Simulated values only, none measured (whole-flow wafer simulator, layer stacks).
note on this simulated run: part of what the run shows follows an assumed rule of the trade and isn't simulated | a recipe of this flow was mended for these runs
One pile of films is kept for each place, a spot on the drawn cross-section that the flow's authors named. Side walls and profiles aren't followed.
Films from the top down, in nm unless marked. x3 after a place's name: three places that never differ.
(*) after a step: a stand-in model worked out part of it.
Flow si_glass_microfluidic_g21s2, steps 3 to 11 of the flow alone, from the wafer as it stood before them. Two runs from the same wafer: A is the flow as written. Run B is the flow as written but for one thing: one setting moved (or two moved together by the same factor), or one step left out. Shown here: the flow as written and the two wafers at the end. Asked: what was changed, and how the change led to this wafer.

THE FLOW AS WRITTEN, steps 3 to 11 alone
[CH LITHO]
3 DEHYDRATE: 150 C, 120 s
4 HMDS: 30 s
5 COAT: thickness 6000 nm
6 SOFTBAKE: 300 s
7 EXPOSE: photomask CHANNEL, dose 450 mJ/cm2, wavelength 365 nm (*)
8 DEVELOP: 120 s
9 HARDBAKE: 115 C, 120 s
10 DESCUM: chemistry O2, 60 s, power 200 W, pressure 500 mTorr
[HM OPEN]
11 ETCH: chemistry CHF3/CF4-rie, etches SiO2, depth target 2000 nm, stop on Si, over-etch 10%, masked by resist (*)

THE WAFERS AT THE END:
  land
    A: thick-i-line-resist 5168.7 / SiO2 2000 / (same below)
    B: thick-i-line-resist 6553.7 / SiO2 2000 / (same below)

The cause: step 5, COAT: thickness 7397 nm was run, where the flow has thickness 6000 nm.

How the change led to this, step by step:
  5 COAT: thickness 6000 nm
      land, trench20 x3: A thick-i-line-resist +6000 (new film) | B thick-i-line-resist +7397 (new film)
  8 DEVELOP: 120 s
      trench20 x3: A thick-i-line-resist -6000 (all of it) | B thick-i-line-resist -7397 (all of it)
  9 HARDBAKE: 115 C, 120 s
      land: A thick-i-line-resist -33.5 | B thick-i-line-resist -45.5
